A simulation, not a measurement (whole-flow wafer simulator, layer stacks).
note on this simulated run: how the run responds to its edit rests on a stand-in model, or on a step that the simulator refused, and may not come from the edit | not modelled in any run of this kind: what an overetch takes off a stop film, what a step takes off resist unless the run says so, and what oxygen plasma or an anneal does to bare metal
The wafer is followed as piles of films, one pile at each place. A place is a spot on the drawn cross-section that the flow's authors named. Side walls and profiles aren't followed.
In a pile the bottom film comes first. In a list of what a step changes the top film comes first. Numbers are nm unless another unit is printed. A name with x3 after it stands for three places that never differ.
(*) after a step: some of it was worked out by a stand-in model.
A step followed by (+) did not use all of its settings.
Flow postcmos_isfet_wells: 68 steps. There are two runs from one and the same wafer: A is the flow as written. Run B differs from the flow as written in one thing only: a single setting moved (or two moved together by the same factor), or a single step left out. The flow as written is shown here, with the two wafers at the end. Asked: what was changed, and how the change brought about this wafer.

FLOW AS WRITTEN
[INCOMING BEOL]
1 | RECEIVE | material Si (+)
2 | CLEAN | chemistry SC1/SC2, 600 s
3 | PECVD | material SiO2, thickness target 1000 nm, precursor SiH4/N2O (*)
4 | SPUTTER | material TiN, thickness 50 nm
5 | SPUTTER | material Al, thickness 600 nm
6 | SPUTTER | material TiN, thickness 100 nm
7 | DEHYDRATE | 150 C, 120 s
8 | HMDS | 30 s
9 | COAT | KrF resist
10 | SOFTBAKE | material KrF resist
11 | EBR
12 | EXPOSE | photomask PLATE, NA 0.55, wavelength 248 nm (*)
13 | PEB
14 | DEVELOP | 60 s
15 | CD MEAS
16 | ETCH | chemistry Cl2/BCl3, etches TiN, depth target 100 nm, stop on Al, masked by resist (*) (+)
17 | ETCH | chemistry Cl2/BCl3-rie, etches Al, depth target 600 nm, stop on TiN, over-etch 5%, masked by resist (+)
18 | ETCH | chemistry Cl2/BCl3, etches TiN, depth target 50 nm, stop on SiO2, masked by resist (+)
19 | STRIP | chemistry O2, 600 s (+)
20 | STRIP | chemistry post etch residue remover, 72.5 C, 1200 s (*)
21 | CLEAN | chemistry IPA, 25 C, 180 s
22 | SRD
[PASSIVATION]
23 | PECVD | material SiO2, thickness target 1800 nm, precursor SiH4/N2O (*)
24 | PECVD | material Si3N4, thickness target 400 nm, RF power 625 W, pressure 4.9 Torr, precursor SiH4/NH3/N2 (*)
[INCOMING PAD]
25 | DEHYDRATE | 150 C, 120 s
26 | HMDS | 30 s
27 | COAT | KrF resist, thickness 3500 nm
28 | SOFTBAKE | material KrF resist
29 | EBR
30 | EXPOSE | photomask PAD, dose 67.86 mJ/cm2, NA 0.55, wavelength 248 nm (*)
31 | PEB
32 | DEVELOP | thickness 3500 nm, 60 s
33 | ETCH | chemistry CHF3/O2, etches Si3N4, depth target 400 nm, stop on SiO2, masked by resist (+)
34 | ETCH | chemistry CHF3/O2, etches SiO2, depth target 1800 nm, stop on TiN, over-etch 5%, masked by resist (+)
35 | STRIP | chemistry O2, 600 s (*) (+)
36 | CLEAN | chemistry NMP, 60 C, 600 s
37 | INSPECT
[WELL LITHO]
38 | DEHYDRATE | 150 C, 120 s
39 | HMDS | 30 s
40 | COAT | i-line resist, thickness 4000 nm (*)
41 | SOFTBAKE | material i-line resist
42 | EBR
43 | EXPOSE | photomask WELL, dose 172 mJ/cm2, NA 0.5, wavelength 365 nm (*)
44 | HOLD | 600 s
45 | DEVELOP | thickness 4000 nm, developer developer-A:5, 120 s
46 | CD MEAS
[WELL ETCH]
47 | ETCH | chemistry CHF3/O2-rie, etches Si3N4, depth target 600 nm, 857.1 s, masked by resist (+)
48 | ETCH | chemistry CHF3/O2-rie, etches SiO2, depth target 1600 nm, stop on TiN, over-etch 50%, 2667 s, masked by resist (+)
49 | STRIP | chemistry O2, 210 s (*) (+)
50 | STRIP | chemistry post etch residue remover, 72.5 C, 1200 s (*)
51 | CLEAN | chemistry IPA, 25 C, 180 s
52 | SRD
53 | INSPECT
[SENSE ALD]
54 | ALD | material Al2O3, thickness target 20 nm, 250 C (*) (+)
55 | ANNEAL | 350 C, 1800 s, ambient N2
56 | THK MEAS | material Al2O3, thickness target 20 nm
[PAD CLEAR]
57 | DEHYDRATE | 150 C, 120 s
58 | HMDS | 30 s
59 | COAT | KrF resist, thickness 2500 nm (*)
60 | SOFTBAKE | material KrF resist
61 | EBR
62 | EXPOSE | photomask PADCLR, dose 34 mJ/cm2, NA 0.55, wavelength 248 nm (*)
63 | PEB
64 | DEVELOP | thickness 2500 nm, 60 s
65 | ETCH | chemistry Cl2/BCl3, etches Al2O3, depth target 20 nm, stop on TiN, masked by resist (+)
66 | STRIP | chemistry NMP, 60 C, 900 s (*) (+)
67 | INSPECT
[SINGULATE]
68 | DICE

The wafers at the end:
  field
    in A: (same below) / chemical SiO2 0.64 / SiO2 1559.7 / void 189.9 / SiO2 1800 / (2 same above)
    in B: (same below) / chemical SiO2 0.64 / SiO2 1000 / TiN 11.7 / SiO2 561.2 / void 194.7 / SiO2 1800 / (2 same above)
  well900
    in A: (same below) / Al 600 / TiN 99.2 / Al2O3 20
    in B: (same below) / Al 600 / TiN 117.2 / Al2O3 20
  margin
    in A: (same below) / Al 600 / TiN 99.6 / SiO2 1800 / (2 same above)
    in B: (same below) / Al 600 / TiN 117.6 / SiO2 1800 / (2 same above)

What caused this: step 6, SPUTTER: thickness 118 nm was run, while the flow as written has thickness 100 nm.

The path from the change to this, step by step:
  6 | SPUTTER | material TiN, thickness 100 nm
      field, margin, well900, well1300 x3, pad_rim, pad_clr, pad_open: A +100 TiN (new film) | B +118 TiN (new film)
  16 | ETCH | chemistry Cl2/BCl3, etches TiN, depth target 100 nm, stop on Al, masked by resist (*) (+)
      field: A -100 TiN (all of it) | B -100 TiN
  17 | ETCH | chemistry Cl2/BCl3-rie, etches Al, depth target 600 nm, stop on TiN, over-etch 5%, masked by resist (+)
      field: A -600 Al (all of it) | B -18 TiN (all of it), -571.2 Al
  18 | ETCH | chemistry Cl2/BCl3, etches TiN, depth target 50 nm, stop on SiO2, masked by resist (+)
      field: A -50 TiN (all of it) | B -28.8 Al (all of it), -37.9 TiN
  23 | PECVD | material SiO2, thickness target 1800 nm, precursor SiH4/N2O (*)
      field: A +1800 SiO2 (new film), +189.9 void (new film), +559.7 SiO2 | B +1800 SiO2 (new film), +194.7 void (new film), +561.2 SiO2 (new film)
With metal films that touch counted as one body, field has 1 body; the flow as written gives 0 bodies.
